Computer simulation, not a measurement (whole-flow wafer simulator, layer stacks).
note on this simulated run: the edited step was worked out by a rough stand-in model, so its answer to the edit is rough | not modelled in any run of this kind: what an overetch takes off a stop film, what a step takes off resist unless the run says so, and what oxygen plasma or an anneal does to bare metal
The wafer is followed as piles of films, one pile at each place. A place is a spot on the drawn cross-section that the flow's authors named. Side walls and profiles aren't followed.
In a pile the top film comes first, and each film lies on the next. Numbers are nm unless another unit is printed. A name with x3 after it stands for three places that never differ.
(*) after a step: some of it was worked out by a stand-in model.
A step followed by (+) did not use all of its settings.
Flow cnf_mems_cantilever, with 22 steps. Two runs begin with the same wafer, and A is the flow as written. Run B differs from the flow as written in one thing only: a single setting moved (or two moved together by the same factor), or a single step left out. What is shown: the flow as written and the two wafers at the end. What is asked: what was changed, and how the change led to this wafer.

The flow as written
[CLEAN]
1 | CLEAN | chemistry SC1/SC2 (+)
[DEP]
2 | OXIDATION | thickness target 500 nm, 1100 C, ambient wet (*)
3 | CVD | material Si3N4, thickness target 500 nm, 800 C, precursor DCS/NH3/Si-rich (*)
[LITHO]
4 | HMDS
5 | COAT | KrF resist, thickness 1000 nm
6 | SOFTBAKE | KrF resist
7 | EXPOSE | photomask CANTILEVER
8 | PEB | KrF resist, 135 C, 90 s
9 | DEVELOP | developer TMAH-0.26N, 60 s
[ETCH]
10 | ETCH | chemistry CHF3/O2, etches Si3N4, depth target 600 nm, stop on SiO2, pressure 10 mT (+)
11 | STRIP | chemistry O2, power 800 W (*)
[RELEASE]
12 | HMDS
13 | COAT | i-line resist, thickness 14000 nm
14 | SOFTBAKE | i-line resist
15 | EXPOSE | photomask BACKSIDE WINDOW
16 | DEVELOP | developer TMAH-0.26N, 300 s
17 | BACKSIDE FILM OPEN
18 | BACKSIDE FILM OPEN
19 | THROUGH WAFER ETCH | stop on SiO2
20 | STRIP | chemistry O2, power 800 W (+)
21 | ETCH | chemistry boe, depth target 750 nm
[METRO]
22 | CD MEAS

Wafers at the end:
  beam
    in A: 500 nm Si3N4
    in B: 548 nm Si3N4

The reason: step 3, CVD: thickness target 548 nm was run, while the flow as written has thickness target 500 nm.
One can read it off the wafer: beam has Si3N4 548, and step 3 as written asks for 500 nm.

How this came from the change, step by step:
  3 | CVD | material Si3N4, thickness target 500 nm, 800 C, precursor DCS/NH3/Si-rich (*)
      field, beam: A +500 Si3N4 (new film) | B +548 Si3N4 (new film)
  10 | ETCH | chemistry CHF3/O2, etches Si3N4, depth target 600 nm, stop on SiO2, pressure 10 mT (+)
      field: A -500 Si3N4 (all of it) | B -548 Si3N4 (all of it)
